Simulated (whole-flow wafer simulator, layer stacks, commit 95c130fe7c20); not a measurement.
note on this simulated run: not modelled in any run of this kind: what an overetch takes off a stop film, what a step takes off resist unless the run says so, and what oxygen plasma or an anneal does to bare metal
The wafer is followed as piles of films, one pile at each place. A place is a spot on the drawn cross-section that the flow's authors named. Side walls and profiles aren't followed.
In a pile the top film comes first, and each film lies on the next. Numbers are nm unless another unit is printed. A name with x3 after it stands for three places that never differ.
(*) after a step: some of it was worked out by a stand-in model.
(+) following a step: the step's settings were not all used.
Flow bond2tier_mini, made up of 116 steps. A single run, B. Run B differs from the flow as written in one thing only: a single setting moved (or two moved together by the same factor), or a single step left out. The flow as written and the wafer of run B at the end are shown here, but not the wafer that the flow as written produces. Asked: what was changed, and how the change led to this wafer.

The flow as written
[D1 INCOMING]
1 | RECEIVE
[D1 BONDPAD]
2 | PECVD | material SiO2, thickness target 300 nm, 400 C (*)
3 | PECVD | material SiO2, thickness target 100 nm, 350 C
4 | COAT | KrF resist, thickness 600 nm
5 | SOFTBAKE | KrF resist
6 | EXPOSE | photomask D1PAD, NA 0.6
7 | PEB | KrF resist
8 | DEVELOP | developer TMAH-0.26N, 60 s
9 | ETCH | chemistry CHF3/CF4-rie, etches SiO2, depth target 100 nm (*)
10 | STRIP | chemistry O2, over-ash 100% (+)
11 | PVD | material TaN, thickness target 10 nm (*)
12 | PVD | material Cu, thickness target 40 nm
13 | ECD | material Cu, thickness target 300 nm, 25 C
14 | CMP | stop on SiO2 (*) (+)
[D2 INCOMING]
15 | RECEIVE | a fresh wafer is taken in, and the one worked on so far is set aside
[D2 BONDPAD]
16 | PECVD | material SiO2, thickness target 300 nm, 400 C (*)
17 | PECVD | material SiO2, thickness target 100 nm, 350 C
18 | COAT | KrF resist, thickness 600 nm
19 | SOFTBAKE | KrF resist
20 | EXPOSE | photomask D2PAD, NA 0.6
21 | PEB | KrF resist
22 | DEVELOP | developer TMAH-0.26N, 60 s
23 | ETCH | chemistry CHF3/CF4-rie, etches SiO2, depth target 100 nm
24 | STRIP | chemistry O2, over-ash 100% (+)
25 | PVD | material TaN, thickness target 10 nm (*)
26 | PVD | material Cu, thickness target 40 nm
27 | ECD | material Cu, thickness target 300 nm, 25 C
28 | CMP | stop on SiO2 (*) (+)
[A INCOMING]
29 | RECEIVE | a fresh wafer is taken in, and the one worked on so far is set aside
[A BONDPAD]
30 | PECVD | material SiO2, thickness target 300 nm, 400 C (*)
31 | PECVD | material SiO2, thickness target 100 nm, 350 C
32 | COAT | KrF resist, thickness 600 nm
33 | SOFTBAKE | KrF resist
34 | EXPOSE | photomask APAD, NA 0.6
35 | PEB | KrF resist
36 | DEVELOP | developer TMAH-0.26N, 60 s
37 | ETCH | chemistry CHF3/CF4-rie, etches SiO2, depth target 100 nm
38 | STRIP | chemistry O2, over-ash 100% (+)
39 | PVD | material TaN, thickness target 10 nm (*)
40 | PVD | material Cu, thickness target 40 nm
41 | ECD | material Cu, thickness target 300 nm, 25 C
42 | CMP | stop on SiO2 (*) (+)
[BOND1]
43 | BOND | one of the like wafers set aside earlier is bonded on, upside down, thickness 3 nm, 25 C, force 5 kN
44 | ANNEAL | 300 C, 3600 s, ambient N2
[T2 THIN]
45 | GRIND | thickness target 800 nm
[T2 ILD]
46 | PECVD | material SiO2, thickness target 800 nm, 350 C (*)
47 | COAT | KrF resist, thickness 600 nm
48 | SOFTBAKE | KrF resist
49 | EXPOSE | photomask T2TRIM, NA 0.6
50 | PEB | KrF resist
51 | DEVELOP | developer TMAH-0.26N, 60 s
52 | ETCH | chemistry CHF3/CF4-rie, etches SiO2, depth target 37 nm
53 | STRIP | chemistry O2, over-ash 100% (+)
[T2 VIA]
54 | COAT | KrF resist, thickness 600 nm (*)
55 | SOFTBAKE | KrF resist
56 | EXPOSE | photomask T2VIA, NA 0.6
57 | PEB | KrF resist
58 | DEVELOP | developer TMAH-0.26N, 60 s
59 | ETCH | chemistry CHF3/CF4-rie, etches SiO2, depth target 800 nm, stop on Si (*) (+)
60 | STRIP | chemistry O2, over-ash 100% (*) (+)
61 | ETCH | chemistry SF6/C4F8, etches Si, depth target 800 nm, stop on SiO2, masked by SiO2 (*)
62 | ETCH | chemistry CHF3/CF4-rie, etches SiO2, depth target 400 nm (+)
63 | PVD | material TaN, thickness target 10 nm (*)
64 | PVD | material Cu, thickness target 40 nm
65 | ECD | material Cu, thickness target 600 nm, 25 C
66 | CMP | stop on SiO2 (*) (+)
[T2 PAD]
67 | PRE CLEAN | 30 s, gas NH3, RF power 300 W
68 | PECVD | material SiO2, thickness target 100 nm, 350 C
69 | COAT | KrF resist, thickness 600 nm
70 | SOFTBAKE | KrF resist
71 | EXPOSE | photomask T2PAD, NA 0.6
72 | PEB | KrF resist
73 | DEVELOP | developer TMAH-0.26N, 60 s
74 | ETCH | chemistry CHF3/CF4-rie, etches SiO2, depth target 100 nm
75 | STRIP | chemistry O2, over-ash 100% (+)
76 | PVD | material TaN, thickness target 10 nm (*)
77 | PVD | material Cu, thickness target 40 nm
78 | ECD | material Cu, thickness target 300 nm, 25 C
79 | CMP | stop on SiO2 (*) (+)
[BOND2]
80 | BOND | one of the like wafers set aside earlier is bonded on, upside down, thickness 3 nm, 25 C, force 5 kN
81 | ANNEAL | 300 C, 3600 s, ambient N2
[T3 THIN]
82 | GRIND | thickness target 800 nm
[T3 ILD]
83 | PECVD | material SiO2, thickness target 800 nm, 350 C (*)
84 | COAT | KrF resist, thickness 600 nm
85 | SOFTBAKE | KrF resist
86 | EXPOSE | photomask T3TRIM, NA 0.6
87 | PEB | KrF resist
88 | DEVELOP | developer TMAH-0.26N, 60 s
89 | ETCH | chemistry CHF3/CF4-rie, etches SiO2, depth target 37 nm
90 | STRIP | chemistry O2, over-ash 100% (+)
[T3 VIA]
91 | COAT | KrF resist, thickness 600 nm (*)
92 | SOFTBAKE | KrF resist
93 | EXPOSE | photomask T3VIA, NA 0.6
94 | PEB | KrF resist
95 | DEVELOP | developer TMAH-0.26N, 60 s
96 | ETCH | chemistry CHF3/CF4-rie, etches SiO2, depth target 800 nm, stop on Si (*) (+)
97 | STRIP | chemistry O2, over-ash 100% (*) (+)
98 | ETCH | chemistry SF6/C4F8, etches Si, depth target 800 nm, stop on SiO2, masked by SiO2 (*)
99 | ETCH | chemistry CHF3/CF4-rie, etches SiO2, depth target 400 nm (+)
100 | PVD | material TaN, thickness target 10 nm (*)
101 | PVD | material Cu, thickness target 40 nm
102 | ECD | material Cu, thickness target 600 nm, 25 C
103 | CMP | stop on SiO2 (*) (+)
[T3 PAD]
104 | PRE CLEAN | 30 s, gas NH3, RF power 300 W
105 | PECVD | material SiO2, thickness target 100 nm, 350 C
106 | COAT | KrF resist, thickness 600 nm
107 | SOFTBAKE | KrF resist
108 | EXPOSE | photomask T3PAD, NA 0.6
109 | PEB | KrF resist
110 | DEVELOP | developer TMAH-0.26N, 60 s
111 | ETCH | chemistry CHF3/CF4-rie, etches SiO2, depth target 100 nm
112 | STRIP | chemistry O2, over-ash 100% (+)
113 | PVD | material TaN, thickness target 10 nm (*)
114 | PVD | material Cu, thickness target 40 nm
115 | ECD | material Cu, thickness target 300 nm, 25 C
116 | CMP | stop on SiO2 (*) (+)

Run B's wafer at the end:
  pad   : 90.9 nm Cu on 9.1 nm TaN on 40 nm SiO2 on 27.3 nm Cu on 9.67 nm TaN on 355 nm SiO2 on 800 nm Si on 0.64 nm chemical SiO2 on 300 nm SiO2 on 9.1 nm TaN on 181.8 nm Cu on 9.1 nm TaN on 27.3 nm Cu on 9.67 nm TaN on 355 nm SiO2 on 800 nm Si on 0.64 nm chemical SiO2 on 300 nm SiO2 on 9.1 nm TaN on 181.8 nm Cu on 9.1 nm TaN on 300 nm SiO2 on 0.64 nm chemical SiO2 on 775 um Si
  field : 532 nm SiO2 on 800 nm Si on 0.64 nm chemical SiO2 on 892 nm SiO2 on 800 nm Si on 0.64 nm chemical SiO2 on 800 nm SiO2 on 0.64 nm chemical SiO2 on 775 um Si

What caused this: step 105, PECVD: thickness target 140 nm was run, while the flow as written has thickness target 100 nm.

The path from the change to this, step by step:
  105 | PECVD | material SiO2, thickness target 100 nm, 350 C
      field: +140 SiO2 (it would be, as written: +100 SiO2)
      pad: +140 SiO2 (new film) (it would be, as written: +100 SiO2 (new film))
  111 | ETCH | chemistry CHF3/CF4-rie, etches SiO2, depth target 100 nm
      pad: -100 SiO2 (it would be, as written: -100 SiO2 (all of it))
If metal films that touch count as one body, pad has 4 bodies (between them, from the top down: SiO2 40; SiO2 355 / Si 800 / chemical SiO2 0.64 / SiO2 300; SiO2 355 / Si 800 / chemical SiO2 0.64 / SiO2 300); the flow as written gives 3 bodies (between them, from the top down: SiO2 355 / Si 800 / chemical SiO2 0.64 / SiO2 300; SiO2 355 / Si 800 / chemical SiO2 0.64 / SiO2 300).
